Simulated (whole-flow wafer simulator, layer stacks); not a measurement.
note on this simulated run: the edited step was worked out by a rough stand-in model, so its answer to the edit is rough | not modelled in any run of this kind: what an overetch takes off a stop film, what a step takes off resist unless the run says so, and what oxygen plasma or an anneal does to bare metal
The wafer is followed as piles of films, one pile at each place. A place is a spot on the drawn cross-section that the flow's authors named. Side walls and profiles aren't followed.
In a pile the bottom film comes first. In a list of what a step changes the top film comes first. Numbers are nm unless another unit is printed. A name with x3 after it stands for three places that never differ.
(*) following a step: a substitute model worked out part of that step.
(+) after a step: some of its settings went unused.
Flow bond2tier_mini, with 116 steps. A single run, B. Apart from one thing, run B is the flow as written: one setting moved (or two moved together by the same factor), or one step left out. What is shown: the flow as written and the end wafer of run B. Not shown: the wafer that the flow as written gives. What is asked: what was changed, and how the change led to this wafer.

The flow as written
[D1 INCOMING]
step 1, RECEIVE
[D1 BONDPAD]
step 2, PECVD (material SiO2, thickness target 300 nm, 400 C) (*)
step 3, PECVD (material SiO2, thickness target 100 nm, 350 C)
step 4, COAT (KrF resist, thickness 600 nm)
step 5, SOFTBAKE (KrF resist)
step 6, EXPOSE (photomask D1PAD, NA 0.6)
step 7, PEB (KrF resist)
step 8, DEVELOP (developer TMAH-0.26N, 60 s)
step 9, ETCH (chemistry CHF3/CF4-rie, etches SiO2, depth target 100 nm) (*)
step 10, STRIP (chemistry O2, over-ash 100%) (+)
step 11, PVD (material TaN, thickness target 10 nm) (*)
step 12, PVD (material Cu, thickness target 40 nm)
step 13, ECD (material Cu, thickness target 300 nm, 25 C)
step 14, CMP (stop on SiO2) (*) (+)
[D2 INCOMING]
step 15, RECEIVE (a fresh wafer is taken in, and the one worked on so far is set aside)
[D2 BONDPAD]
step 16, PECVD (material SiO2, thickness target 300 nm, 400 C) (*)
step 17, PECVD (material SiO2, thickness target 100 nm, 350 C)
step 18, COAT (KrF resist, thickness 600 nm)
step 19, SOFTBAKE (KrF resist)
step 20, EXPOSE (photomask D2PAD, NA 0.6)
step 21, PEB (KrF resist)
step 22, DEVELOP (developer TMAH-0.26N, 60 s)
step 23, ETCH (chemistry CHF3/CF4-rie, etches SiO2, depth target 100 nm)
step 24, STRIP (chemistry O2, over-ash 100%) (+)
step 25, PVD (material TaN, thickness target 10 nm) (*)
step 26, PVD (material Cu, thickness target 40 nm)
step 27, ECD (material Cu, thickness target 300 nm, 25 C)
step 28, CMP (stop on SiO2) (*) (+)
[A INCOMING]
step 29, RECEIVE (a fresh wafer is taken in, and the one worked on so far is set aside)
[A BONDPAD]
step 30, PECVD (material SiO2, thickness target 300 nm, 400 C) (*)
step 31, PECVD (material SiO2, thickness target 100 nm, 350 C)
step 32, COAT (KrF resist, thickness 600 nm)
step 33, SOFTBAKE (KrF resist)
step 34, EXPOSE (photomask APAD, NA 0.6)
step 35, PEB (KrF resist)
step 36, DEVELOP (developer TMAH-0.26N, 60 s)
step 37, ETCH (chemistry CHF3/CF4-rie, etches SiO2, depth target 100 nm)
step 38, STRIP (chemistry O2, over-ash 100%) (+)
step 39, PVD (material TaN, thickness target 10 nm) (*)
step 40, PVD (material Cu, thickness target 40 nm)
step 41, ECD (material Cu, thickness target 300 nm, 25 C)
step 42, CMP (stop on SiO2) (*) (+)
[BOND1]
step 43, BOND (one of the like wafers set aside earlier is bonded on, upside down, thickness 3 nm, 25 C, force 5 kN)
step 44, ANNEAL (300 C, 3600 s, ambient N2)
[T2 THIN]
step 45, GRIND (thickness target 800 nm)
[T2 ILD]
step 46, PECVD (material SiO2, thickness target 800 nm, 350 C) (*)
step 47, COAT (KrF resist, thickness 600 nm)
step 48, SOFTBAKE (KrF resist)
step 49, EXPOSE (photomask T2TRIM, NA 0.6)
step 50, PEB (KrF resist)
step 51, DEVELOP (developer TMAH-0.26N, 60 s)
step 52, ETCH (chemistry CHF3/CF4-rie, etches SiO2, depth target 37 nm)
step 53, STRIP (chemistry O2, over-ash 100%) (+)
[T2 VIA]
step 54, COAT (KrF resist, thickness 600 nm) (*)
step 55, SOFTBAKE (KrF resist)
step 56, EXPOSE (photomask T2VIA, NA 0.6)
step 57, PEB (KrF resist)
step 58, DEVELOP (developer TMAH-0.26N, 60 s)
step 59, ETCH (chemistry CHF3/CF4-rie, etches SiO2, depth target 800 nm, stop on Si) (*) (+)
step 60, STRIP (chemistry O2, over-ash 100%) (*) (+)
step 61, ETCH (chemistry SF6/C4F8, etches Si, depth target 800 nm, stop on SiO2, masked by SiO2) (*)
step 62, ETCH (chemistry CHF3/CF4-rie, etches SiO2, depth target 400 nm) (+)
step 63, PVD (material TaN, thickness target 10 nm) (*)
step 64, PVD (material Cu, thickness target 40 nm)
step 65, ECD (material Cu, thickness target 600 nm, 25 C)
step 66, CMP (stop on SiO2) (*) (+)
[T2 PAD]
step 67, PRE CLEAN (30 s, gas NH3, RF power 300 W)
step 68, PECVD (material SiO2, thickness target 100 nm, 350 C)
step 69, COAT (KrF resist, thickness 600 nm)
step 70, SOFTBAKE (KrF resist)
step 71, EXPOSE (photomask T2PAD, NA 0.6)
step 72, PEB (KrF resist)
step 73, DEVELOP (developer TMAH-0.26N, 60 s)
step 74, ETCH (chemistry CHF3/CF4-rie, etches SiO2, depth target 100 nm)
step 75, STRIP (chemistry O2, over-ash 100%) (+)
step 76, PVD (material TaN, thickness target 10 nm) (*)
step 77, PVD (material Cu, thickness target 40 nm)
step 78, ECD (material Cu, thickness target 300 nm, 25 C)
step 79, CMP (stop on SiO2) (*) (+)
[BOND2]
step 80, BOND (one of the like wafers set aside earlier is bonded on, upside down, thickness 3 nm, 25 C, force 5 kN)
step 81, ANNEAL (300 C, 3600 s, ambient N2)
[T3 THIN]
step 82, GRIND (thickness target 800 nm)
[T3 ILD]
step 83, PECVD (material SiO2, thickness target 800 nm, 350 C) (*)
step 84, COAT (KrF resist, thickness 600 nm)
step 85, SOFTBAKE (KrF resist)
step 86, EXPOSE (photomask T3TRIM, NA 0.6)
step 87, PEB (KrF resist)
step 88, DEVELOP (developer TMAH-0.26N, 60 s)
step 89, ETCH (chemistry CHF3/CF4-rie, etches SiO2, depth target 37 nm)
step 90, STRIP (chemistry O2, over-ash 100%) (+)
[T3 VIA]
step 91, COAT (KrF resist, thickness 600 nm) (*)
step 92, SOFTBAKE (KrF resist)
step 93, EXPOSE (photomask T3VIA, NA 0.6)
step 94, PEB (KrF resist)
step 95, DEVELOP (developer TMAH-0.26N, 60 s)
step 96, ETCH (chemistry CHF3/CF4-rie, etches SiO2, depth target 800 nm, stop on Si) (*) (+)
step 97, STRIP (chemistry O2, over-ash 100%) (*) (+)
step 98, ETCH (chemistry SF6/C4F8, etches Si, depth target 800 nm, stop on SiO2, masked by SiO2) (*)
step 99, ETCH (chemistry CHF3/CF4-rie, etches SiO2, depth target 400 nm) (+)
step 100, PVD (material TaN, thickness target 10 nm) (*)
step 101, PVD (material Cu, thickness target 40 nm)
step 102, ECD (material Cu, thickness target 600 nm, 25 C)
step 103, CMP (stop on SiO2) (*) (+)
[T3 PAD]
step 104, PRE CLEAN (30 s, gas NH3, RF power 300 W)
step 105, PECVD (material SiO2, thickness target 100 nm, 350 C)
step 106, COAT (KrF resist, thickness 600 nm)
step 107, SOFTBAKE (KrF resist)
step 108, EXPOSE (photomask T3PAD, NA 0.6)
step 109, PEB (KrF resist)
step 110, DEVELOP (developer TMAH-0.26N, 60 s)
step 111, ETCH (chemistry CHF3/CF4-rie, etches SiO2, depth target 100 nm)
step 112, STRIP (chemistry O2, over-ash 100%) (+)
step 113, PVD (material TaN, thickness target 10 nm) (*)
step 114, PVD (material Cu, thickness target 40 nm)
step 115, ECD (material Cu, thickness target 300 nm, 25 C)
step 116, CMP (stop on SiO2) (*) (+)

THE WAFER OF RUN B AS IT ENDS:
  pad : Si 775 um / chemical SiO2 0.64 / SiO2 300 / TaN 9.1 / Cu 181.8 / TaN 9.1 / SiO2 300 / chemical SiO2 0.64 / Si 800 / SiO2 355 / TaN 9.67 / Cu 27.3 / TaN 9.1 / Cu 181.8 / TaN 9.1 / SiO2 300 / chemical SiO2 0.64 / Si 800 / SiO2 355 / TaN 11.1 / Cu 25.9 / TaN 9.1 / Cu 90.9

What caused this: step 100, PVD: thickness target 11.5 nm was run, while the flow as written has thickness target 10 nm.

The path from the change to this, step by step:
  step 100, PVD (material TaN, thickness target 10 nm) (*)
      field: +11.5 TaN (new film) (it would be, as written: +10 TaN (new film))
      pad: +11.1 TaN (new film) (it would be, as written: +9.67 TaN (new film))
  step 103, CMP (stop on SiO2) (*) (+)
      field: -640 Cu (all of it), -11.5 TaN (all of it) (it would be, as written: -640 Cu (all of it), -10 TaN (all of it))
